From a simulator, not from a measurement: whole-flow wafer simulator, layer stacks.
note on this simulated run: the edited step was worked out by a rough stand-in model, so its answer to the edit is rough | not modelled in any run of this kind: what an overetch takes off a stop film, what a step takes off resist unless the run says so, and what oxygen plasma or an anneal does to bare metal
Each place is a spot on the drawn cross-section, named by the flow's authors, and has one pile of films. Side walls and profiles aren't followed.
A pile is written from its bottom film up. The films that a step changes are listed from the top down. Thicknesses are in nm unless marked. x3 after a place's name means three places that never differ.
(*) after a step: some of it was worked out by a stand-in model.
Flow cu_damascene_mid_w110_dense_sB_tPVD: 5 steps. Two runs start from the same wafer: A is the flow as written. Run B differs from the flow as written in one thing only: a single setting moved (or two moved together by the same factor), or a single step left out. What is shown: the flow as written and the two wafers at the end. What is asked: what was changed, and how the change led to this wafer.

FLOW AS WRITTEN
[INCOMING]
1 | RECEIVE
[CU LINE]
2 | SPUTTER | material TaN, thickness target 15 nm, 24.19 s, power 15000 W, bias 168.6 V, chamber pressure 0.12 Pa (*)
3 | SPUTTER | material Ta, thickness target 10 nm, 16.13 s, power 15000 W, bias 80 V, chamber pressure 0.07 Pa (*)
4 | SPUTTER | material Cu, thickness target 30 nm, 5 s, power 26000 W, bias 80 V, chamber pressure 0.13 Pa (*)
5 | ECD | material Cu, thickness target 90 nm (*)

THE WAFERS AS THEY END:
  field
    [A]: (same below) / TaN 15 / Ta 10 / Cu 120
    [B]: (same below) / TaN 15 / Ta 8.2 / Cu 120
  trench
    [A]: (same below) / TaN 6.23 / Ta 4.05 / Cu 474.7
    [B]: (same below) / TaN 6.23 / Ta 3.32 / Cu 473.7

Cause: step 3, SPUTTER: thickness target 8.2 nm was run, while the flow as written has thickness target 10 nm; step 3, SPUTTER: 13.31 s was run, where the flow has 16.13 s.
One can read it off the wafer: field has Ta 8.2, and step 3 as written asks for 10 nm.

How this came from the change, step by step:
  3 | SPUTTER | material Ta, thickness target 10 nm, 16.13 s, power 15000 W, bias 80 V, chamber pressure 0.07 Pa (*)
      field: A +10 Ta (new film) | B +8.2 Ta (new film)
      trench: A +4.05 Ta (new film) | B +3.32 Ta (new film)
